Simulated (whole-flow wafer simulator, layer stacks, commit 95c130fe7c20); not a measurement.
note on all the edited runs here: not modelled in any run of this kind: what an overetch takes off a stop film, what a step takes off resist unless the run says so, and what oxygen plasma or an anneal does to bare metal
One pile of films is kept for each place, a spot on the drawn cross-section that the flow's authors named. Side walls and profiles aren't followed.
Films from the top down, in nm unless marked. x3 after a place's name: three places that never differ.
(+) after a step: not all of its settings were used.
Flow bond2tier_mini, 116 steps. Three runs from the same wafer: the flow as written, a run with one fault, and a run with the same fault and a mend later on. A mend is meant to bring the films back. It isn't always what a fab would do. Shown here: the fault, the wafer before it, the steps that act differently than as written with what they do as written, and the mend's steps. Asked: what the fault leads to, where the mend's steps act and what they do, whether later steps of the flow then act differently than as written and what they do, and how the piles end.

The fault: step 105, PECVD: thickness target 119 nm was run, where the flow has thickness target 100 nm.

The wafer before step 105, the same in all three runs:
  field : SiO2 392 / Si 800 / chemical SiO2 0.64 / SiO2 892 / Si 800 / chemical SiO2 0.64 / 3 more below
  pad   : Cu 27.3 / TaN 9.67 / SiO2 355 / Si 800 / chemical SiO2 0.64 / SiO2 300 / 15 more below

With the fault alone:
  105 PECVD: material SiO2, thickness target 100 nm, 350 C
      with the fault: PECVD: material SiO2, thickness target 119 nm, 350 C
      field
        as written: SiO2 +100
        with the fault: SiO2 +119
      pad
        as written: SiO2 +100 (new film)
        with the fault: SiO2 +119 (new film)
  Later steps of the flow that act differently than as written:
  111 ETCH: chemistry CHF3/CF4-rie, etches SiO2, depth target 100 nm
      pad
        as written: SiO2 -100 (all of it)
        with the fault: SiO2 -100
  At the end the piles differ from the flow's by more than 2% or 0.5 nm, whichever is larger, at field, pad.
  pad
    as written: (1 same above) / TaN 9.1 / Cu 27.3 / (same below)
    with the fault: (1 same above) / TaN 9.1 / SiO2 19 / Cu 27.3 / (same below)
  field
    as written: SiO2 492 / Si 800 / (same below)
    with the fault: SiO2 511 / Si 800 / (same below)

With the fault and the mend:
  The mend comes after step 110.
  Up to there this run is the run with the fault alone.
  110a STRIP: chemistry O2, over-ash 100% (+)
      field
        KrF resist -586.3 (all of it)
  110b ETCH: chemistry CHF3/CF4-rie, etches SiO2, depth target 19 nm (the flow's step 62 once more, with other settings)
      field, pad
        SiO2 -19
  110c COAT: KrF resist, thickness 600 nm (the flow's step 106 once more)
      field, pad
        KrF resist +600 (new film)
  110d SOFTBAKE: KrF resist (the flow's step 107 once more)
      changes no film at any place that is followed
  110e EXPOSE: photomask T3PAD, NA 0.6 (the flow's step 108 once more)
      changes no film at any place that is followed
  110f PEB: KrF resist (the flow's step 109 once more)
      changes no film at any place that is followed
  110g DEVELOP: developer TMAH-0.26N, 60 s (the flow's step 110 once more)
      field
        KrF resist -13.7
      pad
        KrF resist -600 (all of it)
  No later step of the flow acts differently than as written at any place that is followed.
  At the end the piles are the same as the flow's at every place that both follow.
